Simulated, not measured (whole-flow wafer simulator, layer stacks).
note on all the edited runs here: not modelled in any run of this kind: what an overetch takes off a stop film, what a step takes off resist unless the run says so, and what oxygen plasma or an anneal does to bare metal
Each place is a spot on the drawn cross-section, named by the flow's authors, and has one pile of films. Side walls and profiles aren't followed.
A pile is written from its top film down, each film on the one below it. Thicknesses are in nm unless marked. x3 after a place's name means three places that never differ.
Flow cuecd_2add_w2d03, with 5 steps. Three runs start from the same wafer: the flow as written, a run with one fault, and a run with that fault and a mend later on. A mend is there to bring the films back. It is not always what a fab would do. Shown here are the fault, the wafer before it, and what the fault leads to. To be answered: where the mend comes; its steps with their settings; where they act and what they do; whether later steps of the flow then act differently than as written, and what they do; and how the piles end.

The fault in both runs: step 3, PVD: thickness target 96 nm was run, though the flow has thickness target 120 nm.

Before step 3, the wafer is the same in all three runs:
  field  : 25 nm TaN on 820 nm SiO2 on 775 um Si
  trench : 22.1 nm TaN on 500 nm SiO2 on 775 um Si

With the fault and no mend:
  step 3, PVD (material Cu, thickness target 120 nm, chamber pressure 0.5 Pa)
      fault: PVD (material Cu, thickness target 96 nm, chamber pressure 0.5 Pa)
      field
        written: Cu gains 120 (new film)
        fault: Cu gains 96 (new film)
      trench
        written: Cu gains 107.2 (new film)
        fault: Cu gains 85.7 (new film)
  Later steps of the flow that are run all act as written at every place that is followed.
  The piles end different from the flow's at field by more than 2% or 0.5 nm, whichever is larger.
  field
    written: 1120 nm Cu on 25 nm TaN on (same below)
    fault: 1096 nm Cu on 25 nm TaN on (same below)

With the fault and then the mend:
  The mend follows step 3.
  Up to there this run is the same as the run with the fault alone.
  step 3a, PVD (material Cu, thickness target 24 nm, chamber pressure 0.5 Pa) (the flow's step 3 again, with other settings)
      field
        Cu gains 24
      trench
        Cu gains 21.1
  Later steps of the flow that are run all act as written at every place that is followed.
  When the end is reached, the piles differ only a little from the flow's at the places that both follow, at most by 2% or 0.5 nm, whichever is larger.
